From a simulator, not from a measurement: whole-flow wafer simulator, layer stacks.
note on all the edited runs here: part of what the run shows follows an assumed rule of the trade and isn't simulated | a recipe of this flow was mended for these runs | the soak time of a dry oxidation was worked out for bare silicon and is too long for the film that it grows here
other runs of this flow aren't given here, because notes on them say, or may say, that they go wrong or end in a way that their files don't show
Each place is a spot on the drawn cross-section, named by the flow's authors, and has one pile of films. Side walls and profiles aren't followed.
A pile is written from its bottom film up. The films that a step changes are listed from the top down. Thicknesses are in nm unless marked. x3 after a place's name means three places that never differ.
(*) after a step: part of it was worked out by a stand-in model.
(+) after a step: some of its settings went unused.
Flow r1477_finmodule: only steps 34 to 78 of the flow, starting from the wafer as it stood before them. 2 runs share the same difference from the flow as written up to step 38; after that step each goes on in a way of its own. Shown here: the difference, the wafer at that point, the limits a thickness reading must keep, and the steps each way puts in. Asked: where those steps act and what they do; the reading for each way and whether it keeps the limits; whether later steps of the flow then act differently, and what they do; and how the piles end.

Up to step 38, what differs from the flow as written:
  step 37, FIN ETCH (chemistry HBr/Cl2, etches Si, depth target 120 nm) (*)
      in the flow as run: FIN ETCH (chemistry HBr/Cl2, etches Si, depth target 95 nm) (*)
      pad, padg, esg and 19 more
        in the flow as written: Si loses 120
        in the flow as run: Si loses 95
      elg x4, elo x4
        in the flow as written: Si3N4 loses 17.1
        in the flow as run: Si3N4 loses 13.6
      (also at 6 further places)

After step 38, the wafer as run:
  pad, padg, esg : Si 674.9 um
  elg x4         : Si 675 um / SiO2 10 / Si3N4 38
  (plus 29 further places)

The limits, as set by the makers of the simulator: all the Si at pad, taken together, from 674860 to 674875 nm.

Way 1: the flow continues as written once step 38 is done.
  The reading taken after step 38 is 674897.7 nm, which is outside the limits.
  Steps later in the flow that act otherwise than as written (6 other steps are not shown; they differ only slightly, by no more than 2% or 0.5 nm, whichever is larger):
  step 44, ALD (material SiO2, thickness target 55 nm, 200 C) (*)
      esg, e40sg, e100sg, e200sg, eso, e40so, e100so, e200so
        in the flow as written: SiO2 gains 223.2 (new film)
        going this way: SiO2 gains 201.8 (new film)
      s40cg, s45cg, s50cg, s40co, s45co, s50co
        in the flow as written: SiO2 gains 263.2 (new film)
        going this way: SiO2 gains 240.1 (new film)
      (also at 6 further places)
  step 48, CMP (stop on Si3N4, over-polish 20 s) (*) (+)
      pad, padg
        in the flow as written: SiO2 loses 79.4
        going this way: SiO2 loses 104.4
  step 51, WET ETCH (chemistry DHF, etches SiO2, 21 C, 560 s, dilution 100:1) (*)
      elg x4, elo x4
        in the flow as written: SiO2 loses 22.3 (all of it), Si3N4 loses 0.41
        going this way: SiO2 loses 18.7 (all of it), Si3N4 loses 0.59
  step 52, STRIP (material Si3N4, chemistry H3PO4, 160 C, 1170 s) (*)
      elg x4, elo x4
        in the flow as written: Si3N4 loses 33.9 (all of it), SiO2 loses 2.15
        going this way: Si3N4 loses 37.3 (all of it), SiO2 loses 2.04
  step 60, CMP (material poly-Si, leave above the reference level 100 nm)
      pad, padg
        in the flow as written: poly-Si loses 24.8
        going this way: poly-Si loses 25.6
  By the end, the piles at pad, padg, esg and 19 more depart from the flow's by more than 2% or 0.5 nm, whichever is larger.
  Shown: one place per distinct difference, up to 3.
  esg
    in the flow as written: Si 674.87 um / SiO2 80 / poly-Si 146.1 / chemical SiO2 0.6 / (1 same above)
    going this way: Si 674.9 um / SiO2 55.1 / poly-Si 146 / chemical SiO2 0.6 / (1 same above)
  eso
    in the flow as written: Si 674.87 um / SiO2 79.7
    going this way: Si 674.9 um / SiO2 54.8
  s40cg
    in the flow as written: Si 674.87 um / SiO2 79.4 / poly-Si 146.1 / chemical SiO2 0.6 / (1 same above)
    going this way: Si 674.9 um / SiO2 54.5 / poly-Si 146 / chemical SiO2 0.6 / (1 same above)

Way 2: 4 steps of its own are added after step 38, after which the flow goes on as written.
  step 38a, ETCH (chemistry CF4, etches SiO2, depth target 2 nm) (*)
      elg x4, elo x4
        Si3N4 loses 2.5
      s40sg_line x3, s40so_line x3
        SiO2 loses 2
      s40cg, s50sg, s40co, s50so
        Si loses 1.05
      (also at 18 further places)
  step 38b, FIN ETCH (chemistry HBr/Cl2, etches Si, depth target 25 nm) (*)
      pad, padg, esg and 19 more
        Si loses 25
      elg x4, elo x4
        Si3N4 loses 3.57
      s40sg_line x3, s40so_line x3
        SiO2 loses 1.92
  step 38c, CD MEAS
      does not change any film at any place that is followed
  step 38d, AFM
      does not change any film at any place that is followed
  The reading taken after step 38d is 674871 nm, which is within the limits.
  Steps later in the flow that act otherwise than as written (5 other steps are not shown; they differ only slightly, by no more than 2% or 0.5 nm, whichever is larger):
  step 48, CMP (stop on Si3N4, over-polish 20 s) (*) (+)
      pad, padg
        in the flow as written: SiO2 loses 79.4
        going this way: SiO2 loses 77.8
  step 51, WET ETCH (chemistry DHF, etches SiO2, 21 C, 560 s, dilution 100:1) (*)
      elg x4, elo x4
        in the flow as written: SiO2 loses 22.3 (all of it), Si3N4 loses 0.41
        going this way: SiO2 loses 24.8 (all of it), Si3N4 loses 0.28
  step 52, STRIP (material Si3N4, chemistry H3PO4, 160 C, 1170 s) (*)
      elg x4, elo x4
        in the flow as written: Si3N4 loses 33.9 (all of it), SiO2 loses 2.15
        going this way: Si3N4 loses 31.5 (all of it), SiO2 loses 2.22
  By the end, the piles at pad, padg depart from the flow's by more than 2% or 0.5 nm, whichever is larger.
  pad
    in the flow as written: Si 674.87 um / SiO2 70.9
    going this way: Si 674.87 um / SiO2 72.5
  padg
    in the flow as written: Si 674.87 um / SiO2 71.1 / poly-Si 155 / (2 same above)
    going this way: Si 674.87 um / SiO2 72.7 / poly-Si 155 / (2 same above)

Keeping within the limits: way 2. Outside them: way 1.
